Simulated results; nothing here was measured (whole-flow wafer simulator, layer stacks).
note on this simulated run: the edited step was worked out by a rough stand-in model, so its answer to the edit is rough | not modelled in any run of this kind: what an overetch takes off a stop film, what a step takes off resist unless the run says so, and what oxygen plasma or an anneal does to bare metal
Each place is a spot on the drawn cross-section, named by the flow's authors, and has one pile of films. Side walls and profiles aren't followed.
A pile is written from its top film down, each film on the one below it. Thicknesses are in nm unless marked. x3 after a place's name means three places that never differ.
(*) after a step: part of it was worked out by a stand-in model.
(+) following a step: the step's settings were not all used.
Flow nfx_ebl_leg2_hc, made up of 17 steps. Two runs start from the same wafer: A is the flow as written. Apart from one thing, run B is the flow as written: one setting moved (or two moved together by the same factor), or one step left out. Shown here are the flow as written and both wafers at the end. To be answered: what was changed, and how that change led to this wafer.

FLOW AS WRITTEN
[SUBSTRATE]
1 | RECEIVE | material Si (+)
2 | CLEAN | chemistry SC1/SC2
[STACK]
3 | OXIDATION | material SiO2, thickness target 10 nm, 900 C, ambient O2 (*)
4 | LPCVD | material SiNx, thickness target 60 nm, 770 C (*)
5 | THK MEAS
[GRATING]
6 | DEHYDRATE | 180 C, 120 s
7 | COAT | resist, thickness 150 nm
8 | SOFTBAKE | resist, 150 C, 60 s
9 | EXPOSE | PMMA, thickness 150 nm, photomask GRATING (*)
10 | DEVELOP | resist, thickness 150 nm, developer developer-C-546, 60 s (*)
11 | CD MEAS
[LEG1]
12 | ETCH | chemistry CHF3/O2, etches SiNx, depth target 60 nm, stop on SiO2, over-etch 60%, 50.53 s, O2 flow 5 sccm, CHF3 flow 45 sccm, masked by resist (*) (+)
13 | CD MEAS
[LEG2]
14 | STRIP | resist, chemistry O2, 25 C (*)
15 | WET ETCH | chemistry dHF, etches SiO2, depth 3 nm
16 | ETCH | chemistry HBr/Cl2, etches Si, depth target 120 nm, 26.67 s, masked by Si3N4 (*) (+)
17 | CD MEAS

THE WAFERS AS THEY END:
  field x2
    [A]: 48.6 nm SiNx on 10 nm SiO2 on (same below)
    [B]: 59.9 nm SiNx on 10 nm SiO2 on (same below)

What caused this: step 4, LPCVD: thickness target 71.3 nm was run, while the flow as written has thickness target 60 nm.

How this came from the change, step by step:
  4 | LPCVD | material SiNx, thickness target 60 nm, 770 C (*)
      field x2, pad x2: A +60 SiNx (new film) | B +71.3 SiNx (new film)
  12 | ETCH | chemistry CHF3/O2, etches SiNx, depth target 60 nm, stop on SiO2, over-etch 60%, 50.53 s, O2 flow 5 sccm, CHF3 flow 45 sccm, masked by resist (*) (+)
      pad x2: A -60 SiNx (all of it), -10 SiO2 (all of it) | B -71.3 SiNx (all of it), -10 SiO2 (all of it)
